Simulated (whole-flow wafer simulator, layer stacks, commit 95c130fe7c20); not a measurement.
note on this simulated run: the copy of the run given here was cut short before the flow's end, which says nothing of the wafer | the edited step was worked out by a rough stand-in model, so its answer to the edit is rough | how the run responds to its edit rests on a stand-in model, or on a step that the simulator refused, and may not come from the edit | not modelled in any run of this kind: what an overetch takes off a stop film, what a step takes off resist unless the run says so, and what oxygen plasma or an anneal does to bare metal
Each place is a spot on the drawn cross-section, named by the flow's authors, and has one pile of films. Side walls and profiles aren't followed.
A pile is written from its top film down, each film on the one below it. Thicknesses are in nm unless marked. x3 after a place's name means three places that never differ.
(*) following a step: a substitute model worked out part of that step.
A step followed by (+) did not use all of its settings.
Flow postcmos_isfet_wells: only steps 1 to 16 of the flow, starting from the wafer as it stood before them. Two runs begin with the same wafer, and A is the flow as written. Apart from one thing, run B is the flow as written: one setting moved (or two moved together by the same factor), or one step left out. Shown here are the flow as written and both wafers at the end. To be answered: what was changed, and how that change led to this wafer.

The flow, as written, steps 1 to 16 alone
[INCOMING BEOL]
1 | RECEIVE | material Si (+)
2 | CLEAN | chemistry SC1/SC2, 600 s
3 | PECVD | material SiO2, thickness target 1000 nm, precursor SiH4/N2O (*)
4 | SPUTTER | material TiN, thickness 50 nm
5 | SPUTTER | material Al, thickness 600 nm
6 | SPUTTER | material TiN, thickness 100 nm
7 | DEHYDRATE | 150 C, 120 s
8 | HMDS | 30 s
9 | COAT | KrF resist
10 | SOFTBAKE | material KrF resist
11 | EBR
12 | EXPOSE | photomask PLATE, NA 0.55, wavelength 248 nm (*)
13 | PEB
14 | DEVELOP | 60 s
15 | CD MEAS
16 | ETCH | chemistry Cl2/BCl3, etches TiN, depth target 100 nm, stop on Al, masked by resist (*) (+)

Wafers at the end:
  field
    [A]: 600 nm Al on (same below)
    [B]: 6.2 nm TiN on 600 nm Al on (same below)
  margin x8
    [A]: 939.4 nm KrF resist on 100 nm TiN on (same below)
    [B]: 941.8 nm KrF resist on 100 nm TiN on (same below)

Cause: step 16, ETCH: depth target 93.8 nm was run, whereas the flow has depth target 100 nm.

The path from the change to this, step by step:
  16 | ETCH | chemistry Cl2/BCl3, etches TiN, depth target 100 nm, stop on Al, masked by resist (*) (+)
      field: A TiN loses 100 (all of it) | B TiN loses 93.8
      margin x8: A KrF resist loses 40 | B KrF resist loses 37.5
